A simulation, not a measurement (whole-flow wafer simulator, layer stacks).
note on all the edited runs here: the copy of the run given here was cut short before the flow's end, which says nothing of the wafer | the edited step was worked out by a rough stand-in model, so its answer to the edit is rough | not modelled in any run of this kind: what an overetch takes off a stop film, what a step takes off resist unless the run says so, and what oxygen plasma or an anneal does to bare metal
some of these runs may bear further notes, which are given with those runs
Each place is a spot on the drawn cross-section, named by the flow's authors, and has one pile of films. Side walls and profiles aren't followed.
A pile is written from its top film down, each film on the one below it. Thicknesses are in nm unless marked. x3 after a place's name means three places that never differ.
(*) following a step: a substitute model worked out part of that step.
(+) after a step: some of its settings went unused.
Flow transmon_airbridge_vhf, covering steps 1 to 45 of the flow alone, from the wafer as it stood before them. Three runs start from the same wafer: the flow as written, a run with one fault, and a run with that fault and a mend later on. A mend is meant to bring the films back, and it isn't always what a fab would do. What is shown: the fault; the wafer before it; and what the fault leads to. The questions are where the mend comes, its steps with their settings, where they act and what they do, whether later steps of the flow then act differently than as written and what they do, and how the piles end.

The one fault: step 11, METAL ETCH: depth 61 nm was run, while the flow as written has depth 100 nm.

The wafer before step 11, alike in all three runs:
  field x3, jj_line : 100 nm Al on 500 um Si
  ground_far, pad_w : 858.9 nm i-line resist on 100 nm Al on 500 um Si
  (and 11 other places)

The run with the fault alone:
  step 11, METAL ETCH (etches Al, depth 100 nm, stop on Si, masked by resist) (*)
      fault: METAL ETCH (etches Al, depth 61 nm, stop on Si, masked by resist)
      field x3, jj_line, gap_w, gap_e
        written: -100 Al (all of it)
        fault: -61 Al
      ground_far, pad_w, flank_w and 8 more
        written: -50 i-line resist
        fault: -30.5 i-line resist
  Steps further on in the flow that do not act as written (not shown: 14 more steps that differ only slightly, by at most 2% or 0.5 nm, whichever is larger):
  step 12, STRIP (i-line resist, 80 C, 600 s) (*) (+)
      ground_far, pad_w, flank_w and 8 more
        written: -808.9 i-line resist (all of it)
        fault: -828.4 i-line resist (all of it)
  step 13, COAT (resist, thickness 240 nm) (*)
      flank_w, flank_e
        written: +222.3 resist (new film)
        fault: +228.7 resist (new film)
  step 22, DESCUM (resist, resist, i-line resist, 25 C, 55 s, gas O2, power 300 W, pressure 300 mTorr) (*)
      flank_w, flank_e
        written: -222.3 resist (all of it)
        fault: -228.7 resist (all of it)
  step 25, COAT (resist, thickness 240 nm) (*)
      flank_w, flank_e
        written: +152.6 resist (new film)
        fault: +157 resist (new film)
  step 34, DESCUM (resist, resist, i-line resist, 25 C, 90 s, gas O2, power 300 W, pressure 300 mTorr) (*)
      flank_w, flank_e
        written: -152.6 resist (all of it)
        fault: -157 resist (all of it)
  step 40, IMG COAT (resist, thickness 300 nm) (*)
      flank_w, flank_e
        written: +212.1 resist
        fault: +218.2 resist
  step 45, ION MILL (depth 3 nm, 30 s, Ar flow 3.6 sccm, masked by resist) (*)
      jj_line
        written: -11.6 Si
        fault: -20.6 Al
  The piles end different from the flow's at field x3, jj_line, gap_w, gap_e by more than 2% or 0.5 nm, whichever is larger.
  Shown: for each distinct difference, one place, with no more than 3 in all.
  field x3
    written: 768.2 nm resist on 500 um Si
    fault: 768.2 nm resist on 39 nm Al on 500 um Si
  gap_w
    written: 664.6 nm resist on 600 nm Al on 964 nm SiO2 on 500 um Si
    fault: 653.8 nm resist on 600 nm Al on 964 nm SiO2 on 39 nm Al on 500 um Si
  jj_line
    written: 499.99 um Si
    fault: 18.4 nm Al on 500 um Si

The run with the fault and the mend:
  After step 11 comes the mend.
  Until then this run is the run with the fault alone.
  step 11a, METAL ETCH (etches Al, depth 39 nm, stop on Si, masked by resist) (*) (the flow's step 11 again, with other settings)
      ground_far, pad_w, flank_w and 8 more
        -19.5 i-line resist
      field x3, jj_line, gap_w, gap_e
        -39 Al (all of it)
  Every later step of the flow that is run acts as written at every place that is followed.
  At every place that both follow, the piles at the end match the flow's.
